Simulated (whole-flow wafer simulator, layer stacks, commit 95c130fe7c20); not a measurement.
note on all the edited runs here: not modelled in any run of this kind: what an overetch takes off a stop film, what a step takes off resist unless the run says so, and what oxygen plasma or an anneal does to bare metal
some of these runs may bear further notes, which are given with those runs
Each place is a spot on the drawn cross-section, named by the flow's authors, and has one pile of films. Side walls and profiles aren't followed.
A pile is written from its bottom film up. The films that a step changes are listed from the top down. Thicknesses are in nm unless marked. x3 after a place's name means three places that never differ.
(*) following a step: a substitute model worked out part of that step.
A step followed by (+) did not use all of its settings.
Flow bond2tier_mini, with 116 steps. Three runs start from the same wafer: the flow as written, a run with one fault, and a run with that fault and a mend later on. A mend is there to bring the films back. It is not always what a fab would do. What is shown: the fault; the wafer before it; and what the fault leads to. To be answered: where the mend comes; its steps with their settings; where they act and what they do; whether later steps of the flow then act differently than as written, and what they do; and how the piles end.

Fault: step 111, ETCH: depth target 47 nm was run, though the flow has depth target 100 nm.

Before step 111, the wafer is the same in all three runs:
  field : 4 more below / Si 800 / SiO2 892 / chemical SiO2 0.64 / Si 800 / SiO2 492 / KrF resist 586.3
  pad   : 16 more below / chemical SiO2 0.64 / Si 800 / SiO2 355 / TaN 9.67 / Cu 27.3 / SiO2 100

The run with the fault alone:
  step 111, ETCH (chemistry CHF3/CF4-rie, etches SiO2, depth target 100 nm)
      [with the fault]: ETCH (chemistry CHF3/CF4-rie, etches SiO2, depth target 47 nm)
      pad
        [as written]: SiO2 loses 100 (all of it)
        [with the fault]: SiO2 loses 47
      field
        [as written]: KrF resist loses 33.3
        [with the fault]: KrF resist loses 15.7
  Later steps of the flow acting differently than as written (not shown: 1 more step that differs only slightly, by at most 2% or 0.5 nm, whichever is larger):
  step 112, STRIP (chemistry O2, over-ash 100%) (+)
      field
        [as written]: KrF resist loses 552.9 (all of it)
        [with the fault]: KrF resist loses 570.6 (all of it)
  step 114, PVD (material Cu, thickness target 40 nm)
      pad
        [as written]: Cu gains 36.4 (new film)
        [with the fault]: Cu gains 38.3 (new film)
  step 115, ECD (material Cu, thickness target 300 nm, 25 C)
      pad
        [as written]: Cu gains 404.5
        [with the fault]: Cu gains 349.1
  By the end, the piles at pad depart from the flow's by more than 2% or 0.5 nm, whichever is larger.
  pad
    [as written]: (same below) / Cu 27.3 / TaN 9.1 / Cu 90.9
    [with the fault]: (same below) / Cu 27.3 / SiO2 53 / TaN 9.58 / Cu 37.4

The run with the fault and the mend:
  The mend follows step 112.
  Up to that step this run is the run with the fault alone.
  step 112a, COAT (KrF resist, thickness 600 nm) (*) (the flow's step 106, run once more)
      field
        KrF resist gains 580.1 (new film)
      pad
        KrF resist gains 620.8 (new film)
  step 112b, SOFTBAKE (KrF resist) (the flow's step 107, run once more)
      alters no film at any place that is followed
  step 112c, EXPOSE (photomask T3PAD, NA 0.6) (the flow's step 108, run once more)
      alters no film at any place that is followed
  step 112d, PEB (KrF resist) (the flow's step 109, run once more)
      alters no film at any place that is followed
  step 112e, DEVELOP (developer TMAH-0.26N, 60 s) (the flow's step 110, run once more)
      field
        KrF resist loses 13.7
      pad
        KrF resist loses 620.8 (all of it)
  step 112f, ETCH (chemistry CHF3/CF4-rie, etches SiO2, depth target 53 nm) (the flow's step 111, run once more with other settings)
      field
        KrF resist loses 17.7
      pad
        SiO2 loses 53 (all of it)
  step 112g, STRIP (chemistry O2, over-ash 100%) (+) (the flow's step 112, run once more)
      field
        KrF resist loses 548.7 (all of it)
  Later steps of the flow that are run all act as written at every place that is followed.
  By the end, the piles equal the flow's at every place that both follow.
